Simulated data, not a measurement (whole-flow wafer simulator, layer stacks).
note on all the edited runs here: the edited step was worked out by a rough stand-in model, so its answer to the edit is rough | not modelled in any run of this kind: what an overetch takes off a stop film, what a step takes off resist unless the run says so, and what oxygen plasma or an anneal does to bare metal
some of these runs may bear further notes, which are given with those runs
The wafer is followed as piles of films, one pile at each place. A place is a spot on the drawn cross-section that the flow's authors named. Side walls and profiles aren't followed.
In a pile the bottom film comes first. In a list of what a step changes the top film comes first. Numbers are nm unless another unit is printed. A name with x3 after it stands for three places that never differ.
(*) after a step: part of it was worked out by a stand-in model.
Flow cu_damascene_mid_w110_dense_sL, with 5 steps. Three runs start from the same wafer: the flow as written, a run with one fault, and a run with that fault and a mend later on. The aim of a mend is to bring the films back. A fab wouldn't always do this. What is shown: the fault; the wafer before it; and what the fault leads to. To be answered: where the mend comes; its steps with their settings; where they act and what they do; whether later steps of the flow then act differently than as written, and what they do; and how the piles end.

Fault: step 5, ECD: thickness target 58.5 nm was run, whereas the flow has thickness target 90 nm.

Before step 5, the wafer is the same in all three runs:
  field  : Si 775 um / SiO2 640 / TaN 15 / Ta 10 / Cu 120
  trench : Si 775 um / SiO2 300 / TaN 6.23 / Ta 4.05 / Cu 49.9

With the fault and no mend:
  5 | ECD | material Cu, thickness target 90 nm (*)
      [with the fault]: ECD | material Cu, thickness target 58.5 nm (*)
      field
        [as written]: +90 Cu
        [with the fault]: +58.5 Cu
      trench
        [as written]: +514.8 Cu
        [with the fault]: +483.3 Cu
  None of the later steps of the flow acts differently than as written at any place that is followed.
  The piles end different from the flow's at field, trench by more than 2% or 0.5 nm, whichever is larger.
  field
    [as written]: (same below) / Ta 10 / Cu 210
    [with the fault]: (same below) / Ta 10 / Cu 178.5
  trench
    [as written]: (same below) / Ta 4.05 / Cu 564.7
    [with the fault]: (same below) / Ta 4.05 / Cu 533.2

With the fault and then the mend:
  The mend follows step 5.
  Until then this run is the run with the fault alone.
  5a | ECD | material Cu, thickness target 31.5 nm (a further turn of the flow's step 5, with different settings)
      field, trench
        +31.5 Cu
  None of the later steps of the flow acts differently than as written at any place that is followed.
  By the end, the piles equal the flow's at every place that both follow.
